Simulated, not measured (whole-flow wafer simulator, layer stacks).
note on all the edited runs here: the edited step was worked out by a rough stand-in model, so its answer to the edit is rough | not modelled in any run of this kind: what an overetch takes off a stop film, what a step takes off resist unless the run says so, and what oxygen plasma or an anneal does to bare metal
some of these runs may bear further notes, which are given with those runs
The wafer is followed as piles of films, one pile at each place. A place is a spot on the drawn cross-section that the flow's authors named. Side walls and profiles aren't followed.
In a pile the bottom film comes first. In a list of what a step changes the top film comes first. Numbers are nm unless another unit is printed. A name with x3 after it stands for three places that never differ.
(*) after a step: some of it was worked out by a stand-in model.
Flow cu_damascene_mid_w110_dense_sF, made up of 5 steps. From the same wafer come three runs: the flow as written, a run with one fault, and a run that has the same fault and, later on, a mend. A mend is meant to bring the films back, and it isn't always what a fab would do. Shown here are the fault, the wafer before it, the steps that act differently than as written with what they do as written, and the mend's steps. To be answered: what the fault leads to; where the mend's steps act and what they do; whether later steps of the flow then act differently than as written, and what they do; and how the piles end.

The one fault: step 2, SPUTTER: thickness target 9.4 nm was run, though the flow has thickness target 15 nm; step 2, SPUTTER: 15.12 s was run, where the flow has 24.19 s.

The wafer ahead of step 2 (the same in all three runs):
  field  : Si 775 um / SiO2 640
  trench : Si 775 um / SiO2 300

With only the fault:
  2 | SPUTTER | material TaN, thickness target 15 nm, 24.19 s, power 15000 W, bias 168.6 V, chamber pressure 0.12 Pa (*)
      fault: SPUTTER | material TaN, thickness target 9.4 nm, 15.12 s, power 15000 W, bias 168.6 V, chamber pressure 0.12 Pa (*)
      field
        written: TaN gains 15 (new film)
        fault: TaN gains 9.4 (new film)
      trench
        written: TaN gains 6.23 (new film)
        fault: TaN gains 3.9 (new film)
  None of the later steps of the flow differs from how it acts as written, at any place that is followed, by more than 2% or 0.5 nm, whichever is larger.
  The piles end different from the flow's at field, trench by more than 2% or 0.5 nm, whichever is larger.
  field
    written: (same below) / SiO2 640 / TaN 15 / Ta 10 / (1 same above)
    fault: (same below) / SiO2 640 / TaN 9.4 / Ta 10 / (1 same above)
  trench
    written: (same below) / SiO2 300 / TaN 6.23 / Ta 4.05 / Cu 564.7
    fault: (same below) / SiO2 300 / TaN 3.9 / Ta 4.12 / Cu 561.4

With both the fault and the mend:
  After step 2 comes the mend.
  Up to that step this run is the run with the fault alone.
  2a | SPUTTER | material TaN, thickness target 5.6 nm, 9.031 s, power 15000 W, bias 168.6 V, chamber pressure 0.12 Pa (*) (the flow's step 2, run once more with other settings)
      field
        TaN gains 5.6
      trench
        TaN gains 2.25
  None of the later steps of the flow differs from how it acts as written, at any place that is followed, by more than 2% or 0.5 nm, whichever is larger.
  The piles end only slightly different from the flow's at the places that both follow, by no more than 2% or 0.5 nm, whichever is larger.
